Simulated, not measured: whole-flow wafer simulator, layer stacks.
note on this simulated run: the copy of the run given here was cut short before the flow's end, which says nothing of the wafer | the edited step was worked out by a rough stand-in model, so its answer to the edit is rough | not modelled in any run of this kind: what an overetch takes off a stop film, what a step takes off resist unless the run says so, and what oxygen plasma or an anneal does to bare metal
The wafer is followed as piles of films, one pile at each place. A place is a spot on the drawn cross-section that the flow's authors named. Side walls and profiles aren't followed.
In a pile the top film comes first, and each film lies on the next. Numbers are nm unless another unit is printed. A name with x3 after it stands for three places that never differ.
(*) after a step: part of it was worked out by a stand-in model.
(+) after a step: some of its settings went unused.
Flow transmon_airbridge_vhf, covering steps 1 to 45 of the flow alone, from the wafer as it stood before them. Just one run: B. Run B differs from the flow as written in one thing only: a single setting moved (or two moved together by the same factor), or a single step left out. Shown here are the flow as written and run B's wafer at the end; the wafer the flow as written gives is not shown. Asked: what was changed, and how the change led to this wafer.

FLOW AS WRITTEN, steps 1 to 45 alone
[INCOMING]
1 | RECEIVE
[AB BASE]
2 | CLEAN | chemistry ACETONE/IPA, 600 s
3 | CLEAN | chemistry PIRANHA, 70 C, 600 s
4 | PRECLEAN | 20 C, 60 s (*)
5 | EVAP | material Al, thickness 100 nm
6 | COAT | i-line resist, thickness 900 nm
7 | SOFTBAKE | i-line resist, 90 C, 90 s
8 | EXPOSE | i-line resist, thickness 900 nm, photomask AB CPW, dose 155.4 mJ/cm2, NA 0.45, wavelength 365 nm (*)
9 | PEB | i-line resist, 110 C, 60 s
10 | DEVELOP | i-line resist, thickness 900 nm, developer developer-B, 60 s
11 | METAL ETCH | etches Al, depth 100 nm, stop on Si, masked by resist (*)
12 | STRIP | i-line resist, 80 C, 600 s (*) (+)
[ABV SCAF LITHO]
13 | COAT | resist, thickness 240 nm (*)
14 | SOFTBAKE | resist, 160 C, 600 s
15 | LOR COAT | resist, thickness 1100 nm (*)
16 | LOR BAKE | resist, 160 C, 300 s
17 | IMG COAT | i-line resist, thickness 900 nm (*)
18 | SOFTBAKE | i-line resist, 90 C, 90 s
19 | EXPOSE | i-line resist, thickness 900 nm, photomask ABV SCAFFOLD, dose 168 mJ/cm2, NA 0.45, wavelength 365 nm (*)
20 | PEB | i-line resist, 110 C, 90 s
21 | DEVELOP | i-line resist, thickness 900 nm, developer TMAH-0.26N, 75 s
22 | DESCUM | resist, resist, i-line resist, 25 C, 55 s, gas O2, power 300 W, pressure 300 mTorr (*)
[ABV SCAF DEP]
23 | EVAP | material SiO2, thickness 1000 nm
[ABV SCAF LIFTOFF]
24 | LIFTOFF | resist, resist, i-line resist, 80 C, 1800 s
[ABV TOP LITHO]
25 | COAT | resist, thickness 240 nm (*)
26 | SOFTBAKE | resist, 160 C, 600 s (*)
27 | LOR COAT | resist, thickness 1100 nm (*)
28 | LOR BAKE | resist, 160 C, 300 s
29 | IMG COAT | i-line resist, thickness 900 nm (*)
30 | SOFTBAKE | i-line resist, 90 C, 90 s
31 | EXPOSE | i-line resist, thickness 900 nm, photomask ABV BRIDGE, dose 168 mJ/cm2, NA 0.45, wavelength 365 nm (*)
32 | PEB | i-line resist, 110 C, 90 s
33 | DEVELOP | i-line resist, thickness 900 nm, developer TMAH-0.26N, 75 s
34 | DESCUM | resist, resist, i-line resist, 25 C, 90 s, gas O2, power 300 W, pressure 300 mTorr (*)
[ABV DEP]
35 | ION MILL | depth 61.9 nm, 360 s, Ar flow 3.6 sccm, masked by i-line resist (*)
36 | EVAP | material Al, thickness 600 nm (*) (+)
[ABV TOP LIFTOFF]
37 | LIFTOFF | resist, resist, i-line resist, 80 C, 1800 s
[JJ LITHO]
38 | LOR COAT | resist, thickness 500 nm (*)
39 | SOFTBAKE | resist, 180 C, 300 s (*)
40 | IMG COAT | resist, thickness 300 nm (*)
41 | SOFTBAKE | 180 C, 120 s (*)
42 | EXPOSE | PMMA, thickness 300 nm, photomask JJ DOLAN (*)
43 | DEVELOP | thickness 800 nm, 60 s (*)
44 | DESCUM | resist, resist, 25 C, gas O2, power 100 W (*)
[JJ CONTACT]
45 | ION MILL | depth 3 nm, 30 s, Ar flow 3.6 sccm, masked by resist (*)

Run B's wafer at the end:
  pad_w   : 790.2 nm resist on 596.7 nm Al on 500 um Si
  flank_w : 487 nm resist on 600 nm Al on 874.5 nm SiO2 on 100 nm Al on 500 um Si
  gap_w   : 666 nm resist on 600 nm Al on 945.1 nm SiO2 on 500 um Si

What caused this: step 35, ION MILL: 549 s was run, whereas the flow has 360 s.

Step by step, how the change led to this:
  35 | ION MILL | depth 61.9 nm, 360 s, Ar flow 3.6 sccm, masked by i-line resist (*)
      field x3, jj_line, ground_far, trace_open_s x2, margin_s, margin_n: -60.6 i-line resist (as written it would have been: -39.7 i-line resist)
      flank_w, gap_w, cpw_trace, gap_e, flank_e, bridge_strip: -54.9 SiO2 (as written it would have been: -36 SiO2)
      (as well as at 2 more places)
  37 | LIFTOFF | resist, resist, i-line resist, 80 C, 1800 s
      field x3, jj_line, trace_open_s x2: -600 Al (all of it), -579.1 i-line resist (all of it), -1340 resist (all of it) (as written it would have been: -600 Al (all of it), -600 i-line resist (all of it), -1340 resist (all of it))
      margin_s, margin_n: -600 Al (all of it), -297.4 i-line resist (all of it), -992 resist (all of it) (as written it would have been: -600 Al (all of it), -318.3 i-line resist (all of it), -992 resist (all of it))
      (as well as at 1 more place)
